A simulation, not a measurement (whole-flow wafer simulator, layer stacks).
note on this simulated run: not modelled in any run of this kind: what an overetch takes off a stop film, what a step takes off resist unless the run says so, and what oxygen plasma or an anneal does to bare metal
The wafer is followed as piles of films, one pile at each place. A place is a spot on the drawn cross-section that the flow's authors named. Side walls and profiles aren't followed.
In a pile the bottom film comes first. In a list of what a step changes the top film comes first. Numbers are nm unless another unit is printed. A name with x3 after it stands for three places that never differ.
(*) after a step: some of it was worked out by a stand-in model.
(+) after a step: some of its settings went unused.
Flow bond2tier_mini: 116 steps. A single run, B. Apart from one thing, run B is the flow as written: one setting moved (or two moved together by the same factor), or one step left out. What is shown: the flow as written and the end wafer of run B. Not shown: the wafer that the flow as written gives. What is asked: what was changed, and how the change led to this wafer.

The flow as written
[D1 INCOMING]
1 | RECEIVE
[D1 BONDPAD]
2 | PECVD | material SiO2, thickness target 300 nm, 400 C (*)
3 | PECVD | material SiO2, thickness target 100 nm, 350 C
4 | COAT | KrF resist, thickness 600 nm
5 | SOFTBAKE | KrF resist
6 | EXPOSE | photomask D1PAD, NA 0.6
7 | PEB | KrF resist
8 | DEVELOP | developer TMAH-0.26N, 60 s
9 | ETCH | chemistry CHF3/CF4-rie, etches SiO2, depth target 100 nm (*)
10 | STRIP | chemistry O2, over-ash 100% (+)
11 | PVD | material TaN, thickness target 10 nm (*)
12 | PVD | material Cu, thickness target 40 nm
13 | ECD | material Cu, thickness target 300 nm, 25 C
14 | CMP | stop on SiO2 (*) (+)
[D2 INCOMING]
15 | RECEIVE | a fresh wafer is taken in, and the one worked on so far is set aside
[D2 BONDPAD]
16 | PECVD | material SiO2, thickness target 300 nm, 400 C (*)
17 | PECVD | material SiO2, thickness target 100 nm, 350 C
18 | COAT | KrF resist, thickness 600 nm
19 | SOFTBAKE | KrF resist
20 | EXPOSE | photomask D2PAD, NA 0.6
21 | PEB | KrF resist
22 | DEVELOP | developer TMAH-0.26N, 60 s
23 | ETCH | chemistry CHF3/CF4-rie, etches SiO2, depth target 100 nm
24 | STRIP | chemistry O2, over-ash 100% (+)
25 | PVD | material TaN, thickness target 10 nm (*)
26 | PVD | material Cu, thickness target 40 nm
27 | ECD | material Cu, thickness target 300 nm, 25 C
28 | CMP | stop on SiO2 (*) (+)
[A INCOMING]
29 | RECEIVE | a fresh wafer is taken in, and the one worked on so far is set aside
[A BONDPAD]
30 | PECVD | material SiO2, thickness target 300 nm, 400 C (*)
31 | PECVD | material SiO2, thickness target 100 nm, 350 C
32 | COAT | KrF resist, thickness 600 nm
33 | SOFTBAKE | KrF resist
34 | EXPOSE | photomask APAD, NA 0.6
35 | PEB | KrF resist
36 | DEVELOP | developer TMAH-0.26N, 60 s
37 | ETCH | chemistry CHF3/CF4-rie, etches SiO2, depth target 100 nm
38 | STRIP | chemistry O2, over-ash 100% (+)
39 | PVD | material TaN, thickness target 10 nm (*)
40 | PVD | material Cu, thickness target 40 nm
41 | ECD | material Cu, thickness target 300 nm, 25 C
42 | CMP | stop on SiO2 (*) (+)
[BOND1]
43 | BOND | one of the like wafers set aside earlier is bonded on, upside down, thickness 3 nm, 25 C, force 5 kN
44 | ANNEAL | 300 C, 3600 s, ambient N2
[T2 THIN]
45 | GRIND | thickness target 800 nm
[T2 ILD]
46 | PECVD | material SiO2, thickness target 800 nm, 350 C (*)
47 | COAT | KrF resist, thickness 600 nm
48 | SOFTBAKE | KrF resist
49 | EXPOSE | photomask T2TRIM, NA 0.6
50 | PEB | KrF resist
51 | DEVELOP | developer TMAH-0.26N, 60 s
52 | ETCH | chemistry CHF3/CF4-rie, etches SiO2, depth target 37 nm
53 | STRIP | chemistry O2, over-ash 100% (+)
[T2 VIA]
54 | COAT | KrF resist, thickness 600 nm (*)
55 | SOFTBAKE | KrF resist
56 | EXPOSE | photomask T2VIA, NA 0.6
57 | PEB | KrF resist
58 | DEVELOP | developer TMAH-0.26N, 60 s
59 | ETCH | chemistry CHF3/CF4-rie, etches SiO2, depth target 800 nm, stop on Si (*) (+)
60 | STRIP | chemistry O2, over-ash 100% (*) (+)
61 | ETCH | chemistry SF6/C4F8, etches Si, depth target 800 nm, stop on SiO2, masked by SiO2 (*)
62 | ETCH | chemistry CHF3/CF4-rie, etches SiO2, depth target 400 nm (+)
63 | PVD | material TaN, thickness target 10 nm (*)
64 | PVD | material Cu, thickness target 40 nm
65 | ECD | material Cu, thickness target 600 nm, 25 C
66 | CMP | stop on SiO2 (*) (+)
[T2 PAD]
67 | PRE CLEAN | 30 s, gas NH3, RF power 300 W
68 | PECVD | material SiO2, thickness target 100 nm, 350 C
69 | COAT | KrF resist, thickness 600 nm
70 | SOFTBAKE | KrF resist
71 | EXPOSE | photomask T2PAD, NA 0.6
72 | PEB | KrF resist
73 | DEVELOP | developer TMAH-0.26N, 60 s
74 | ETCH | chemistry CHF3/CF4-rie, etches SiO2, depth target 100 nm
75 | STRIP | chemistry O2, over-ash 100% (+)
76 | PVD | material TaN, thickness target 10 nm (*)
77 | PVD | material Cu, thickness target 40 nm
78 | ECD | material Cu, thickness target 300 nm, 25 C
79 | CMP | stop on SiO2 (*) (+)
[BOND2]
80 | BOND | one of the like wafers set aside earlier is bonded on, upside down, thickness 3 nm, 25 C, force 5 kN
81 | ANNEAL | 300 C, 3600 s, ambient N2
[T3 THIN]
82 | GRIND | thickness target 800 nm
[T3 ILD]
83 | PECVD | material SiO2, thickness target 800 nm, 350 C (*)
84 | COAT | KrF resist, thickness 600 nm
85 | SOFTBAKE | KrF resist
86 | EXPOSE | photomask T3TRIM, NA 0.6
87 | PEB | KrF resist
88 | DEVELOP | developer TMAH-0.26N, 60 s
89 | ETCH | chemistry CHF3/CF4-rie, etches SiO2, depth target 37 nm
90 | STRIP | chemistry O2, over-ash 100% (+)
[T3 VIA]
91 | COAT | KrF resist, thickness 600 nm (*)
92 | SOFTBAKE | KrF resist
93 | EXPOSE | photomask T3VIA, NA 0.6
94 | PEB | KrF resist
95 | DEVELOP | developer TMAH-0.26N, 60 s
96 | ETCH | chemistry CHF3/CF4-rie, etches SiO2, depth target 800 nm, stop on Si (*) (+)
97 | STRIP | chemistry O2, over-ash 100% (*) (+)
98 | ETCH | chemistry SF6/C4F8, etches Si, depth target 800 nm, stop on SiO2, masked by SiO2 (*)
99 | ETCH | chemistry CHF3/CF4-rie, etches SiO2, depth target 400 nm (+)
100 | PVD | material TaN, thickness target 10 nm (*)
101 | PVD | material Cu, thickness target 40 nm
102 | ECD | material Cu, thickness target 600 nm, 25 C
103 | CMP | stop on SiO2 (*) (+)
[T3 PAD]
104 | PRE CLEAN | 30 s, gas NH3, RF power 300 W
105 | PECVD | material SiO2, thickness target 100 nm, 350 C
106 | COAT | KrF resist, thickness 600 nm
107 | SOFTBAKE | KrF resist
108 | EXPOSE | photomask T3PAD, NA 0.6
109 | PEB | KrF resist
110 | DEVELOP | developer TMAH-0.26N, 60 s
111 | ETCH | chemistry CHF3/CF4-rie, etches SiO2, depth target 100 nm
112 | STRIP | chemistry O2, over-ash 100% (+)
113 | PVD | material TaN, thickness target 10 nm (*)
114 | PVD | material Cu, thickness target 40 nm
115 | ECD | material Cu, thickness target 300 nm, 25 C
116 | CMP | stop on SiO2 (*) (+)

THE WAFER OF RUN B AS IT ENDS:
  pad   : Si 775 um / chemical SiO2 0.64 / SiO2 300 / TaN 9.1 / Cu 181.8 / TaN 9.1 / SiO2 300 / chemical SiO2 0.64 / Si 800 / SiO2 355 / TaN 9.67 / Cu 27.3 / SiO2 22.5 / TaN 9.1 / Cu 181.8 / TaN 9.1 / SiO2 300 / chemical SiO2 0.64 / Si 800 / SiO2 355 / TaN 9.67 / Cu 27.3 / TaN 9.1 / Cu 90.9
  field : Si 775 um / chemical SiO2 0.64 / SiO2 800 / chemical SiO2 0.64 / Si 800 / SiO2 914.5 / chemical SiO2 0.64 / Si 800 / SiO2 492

Cause: step 68, PECVD: thickness target 122.5 nm was run, while the flow as written has thickness target 100 nm.

Step by step, how the change led to this:
  68 | PECVD | material SiO2, thickness target 100 nm, 350 C
      field: SiO2 gains 122.5 (in the flow as written it would be: SiO2 gains 100)
      pad: SiO2 gains 122.5 (new film) (in the flow as written it would be: SiO2 gains 100 (new film))
  74 | ETCH | chemistry CHF3/CF4-rie, etches SiO2, depth target 100 nm
      pad: SiO2 loses 100 (in the flow as written it would be: SiO2 loses 100 (all of it))
If metal films that touch count as one body, pad has 4 bodies (between them, from the top down: SiO2 355 / Si 800 / chemical SiO2 0.64 / SiO2 300; SiO2 22.5; SiO2 355 / Si 800 / chemical SiO2 0.64 / SiO2 300); the flow as written gives 3 bodies (between them, from the top down: SiO2 355 / Si 800 / chemical SiO2 0.64 / SiO2 300; SiO2 355 / Si 800 / chemical SiO2 0.64 / SiO2 300).
